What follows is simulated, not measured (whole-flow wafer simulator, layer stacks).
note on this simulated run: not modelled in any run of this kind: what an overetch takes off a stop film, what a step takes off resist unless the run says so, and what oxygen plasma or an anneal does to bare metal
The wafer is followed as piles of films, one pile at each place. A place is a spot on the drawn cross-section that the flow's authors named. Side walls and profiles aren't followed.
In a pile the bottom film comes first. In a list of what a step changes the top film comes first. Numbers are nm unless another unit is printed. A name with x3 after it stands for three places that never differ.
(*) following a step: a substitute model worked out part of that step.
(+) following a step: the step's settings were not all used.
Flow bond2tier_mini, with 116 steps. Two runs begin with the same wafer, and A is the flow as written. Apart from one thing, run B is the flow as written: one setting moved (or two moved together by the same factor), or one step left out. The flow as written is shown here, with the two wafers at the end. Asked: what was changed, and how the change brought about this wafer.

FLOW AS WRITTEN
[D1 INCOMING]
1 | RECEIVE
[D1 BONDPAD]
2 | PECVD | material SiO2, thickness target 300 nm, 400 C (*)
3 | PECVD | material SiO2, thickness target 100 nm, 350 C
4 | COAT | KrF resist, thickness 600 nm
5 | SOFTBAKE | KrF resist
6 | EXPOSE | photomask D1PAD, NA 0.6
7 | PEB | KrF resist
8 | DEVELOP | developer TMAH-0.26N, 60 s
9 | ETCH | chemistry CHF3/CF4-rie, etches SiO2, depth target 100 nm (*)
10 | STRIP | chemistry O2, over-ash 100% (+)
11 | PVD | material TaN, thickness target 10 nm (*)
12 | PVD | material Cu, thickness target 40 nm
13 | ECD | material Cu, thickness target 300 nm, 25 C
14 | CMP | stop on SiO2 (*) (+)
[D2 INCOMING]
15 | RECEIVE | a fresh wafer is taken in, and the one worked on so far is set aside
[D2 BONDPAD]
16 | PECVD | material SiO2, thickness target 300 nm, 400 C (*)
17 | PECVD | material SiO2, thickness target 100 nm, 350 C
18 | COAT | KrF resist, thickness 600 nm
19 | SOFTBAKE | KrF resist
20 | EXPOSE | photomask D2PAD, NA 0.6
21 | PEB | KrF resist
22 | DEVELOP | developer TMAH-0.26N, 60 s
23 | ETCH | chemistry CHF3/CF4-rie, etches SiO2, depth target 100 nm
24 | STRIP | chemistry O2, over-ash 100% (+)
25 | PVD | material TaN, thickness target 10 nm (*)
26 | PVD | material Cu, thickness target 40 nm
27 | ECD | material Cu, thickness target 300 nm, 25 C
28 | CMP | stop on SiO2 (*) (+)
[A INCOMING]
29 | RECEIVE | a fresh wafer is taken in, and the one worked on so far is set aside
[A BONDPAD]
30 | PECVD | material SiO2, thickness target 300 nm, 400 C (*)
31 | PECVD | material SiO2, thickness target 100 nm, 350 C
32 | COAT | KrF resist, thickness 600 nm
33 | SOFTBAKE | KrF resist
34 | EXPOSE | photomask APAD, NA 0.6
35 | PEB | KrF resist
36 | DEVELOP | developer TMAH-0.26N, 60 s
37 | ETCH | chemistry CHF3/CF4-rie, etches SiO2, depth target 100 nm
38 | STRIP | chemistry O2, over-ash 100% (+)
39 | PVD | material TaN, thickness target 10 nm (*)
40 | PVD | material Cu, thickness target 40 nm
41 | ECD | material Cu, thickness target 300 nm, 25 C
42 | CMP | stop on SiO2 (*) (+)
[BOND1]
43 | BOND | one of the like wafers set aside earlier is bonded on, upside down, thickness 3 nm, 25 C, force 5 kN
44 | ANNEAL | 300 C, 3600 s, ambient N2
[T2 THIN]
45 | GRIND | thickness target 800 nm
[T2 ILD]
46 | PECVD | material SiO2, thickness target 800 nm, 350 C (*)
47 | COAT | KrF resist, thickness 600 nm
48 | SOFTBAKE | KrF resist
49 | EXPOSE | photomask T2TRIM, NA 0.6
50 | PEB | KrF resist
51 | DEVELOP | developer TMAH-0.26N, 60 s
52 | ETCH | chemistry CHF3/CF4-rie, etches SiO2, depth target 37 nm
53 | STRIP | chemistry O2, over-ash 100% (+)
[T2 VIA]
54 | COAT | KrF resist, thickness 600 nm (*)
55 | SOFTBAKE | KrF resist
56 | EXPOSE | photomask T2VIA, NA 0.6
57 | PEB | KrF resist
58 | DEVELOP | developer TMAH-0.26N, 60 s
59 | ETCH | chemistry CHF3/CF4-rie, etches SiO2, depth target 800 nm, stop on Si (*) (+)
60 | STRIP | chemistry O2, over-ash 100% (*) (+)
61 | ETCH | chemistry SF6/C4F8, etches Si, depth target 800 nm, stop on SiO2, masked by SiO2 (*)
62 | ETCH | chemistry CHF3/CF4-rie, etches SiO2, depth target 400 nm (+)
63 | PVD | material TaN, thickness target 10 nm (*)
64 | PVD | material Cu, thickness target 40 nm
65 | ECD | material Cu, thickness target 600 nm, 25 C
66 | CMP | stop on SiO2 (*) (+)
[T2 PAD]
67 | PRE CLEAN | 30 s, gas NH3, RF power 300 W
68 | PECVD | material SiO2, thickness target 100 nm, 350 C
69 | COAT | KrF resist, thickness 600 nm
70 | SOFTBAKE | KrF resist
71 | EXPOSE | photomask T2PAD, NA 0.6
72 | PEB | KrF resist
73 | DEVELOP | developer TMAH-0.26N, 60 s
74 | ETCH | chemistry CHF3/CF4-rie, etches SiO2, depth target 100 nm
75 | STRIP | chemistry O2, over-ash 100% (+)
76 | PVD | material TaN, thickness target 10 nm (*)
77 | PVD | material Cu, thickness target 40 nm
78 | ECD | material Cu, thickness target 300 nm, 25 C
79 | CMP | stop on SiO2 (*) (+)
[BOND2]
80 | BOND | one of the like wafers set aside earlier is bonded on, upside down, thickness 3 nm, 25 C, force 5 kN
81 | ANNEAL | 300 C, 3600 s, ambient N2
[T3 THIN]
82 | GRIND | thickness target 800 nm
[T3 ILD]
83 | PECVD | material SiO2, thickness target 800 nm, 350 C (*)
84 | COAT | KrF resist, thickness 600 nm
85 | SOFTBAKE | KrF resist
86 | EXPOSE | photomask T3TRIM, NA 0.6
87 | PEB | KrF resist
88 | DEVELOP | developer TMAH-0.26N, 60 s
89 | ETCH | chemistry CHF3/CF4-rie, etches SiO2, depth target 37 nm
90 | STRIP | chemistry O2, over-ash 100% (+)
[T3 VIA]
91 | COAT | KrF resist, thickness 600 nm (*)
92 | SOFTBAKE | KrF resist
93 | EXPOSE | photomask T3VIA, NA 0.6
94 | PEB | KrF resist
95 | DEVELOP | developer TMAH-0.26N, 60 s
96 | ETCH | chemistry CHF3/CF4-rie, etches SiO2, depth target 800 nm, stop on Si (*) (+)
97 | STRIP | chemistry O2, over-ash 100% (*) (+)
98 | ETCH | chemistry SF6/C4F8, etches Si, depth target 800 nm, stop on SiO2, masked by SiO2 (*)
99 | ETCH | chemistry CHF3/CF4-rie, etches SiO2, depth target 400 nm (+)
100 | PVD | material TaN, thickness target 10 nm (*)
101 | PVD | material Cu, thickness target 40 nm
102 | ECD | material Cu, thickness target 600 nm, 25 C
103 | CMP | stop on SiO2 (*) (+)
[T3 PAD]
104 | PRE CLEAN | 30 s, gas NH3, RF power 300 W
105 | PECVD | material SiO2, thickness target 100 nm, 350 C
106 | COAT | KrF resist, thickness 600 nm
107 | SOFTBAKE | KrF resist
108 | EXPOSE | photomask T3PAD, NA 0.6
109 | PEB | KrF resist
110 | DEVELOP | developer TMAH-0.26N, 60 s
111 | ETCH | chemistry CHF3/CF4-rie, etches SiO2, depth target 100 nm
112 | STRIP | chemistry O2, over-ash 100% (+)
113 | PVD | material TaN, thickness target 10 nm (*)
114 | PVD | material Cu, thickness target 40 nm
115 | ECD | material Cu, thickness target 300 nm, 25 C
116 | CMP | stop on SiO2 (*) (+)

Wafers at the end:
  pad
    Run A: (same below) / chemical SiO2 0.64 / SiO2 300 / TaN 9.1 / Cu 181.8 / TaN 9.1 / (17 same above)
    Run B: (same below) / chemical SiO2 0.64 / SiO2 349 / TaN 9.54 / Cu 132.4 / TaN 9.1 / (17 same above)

The reason: step 37, ETCH: depth target 51 nm was run, whereas the flow has depth target 100 nm.

The path from the change to this, step by step:
  37 | ETCH | chemistry CHF3/CF4-rie, etches SiO2, depth target 100 nm
      pad, via: A -100 SiO2 | B -51 SiO2
      field: A -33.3 KrF resist | B -17 KrF resist
  38 | STRIP | chemistry O2, over-ash 100% (+)
      field: A -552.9 KrF resist (all of it) | B -569.3 KrF resist (all of it)
  40 | PVD | material Cu, thickness target 40 nm
      pad: A +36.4 Cu (new film) | B +38.1 Cu (new film)
  41 | ECD | material Cu, thickness target 300 nm, 25 C
      pad: A +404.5 Cu | B +353.3 Cu
      via: A +400.2 Cu | B +351 Cu
